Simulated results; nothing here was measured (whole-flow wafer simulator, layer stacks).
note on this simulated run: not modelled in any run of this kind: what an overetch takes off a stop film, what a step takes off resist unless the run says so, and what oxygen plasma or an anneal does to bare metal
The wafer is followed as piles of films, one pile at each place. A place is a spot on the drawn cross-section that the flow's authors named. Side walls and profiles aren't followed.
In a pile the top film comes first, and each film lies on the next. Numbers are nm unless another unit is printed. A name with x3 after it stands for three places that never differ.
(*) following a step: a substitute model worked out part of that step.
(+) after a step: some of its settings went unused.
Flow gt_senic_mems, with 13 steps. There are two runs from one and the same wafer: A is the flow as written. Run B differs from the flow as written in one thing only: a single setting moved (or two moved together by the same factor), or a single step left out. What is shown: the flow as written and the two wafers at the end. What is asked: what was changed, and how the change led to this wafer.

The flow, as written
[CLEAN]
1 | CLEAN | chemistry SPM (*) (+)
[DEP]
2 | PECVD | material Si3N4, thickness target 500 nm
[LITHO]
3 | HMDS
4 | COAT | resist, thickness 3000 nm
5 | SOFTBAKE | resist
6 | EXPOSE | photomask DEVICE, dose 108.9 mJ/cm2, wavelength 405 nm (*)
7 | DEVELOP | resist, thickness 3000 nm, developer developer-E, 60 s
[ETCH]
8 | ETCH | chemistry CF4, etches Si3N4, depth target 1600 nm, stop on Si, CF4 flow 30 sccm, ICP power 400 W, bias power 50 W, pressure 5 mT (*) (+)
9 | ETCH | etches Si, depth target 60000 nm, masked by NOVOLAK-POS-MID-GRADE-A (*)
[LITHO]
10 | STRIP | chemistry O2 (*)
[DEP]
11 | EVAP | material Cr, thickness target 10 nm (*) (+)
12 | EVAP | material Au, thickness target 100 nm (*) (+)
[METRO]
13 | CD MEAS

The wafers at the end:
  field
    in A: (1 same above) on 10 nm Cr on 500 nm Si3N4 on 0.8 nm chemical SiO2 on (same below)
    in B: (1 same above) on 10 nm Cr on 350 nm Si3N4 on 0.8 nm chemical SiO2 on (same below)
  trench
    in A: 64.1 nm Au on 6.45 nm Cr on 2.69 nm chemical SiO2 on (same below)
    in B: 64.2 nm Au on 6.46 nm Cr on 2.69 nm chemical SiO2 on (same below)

Cause: step 2, PECVD: thickness target 350 nm was run, while the flow as written has thickness target 500 nm.
The wafer lets one read it off: field has Si3N4 350, and step 2 as written asks for 500 nm.

The path from the change to this, step by step:
  2 | PECVD | material Si3N4, thickness target 500 nm
      field, trench: A Si3N4 gains 500 (new film) | B Si3N4 gains 350 (new film)
  8 | ETCH | chemistry CF4, etches Si3N4, depth target 1600 nm, stop on Si, CF4 flow 30 sccm, ICP power 400 W, bias power 50 W, pressure 5 mT (*) (+)
      field: A resist loses 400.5 | B resist loses 300.5
      trench: A Si3N4 loses 500 (all of it), chemical SiO2 loses 0.8 (all of it) | B Si3N4 loses 350 (all of it), chemical SiO2 loses 0.8 (all of it)
  10 | STRIP | chemistry O2 (*)
      field: A resist loses 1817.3 (all of it) | B resist loses 1917.3 (all of it)
